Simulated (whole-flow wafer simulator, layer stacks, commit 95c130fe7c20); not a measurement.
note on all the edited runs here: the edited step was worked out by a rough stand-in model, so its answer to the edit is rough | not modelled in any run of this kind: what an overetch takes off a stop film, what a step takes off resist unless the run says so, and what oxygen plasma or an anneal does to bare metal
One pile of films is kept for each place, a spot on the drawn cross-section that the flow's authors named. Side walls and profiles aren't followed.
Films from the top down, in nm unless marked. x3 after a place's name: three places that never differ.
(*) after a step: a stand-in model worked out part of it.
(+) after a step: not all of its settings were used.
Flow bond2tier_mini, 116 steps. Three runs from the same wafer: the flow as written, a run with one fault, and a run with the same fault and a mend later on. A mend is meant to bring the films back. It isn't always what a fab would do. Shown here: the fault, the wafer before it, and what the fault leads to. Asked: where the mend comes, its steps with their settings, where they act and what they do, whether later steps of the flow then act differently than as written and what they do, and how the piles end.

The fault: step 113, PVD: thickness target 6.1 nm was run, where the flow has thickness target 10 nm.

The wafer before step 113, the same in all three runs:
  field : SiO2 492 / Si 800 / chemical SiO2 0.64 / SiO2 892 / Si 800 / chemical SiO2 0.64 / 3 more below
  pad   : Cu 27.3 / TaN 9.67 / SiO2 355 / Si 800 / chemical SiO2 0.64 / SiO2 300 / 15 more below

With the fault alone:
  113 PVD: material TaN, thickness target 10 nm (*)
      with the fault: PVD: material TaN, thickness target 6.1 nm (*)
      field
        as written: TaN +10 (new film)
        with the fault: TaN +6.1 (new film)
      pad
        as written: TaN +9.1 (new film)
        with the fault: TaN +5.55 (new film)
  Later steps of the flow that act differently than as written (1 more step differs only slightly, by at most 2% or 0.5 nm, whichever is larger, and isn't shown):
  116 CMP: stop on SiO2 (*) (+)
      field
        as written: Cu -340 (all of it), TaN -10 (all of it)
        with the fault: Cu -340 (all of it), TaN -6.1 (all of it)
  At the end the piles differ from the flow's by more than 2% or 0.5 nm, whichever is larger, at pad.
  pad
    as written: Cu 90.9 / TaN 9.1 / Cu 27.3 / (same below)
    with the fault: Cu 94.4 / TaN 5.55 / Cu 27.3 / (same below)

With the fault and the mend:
  The mend comes after step 113.
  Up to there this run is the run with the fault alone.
  113a PVD: material TaN, thickness target 3.9 nm (*) (the flow's step 113 once more, with other settings)
      field
        TaN +3.9
      pad
        TaN +3.55
  No later step of the flow acts differently than as written at any place that is followed.
  At the end the piles are the same as the flow's at every place that both follow.
